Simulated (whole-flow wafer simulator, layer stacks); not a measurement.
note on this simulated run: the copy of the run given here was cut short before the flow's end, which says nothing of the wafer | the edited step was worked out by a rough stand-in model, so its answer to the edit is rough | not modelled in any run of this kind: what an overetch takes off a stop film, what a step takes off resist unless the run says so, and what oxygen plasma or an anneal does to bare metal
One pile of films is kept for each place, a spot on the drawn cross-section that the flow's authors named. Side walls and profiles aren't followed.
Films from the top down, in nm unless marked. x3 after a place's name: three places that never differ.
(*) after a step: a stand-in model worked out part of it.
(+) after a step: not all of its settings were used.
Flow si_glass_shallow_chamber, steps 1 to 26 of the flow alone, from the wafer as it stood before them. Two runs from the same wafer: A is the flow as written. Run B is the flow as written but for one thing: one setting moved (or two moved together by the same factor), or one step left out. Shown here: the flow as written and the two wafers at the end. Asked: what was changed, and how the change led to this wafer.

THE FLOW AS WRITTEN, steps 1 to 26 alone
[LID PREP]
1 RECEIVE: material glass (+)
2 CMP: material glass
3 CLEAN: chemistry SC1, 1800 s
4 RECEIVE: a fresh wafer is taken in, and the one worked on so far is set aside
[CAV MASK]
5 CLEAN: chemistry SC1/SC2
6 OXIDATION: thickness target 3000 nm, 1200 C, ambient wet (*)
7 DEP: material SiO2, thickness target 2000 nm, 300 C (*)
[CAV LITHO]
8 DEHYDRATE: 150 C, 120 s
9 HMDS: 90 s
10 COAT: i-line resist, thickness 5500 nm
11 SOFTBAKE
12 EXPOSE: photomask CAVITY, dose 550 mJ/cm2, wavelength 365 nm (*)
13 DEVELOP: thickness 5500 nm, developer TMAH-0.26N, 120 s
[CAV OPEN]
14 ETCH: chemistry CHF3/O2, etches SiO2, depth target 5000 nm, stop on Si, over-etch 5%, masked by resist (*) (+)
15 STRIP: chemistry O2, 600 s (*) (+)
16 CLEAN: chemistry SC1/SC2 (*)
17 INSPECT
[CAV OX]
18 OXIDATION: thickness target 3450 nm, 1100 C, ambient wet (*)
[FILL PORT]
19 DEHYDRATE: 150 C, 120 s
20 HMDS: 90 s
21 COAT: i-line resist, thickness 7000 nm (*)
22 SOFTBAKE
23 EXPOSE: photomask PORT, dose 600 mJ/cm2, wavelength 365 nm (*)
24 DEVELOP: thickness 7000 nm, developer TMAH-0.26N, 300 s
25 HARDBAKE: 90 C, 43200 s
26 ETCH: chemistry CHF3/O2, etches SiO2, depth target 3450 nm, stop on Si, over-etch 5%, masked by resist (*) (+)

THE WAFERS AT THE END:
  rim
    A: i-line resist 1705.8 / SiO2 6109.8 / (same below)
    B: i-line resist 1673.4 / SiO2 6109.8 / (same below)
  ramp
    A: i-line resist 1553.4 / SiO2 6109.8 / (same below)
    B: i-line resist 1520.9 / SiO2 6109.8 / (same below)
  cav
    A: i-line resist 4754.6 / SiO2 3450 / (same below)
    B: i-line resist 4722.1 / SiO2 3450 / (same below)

The cause: step 26, ETCH: over-etch 6.13% was run, where the flow has over-etch 5%.

How the change led to this, step by step:
  26 ETCH: chemistry CHF3/O2, etches SiO2, depth target 3450 nm, stop on Si, over-etch 5%, masked by resist (*) (+)
      port: A SiO2 -3450 (all of it), Si -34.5 | B SiO2 -3450 (all of it), Si -42.3
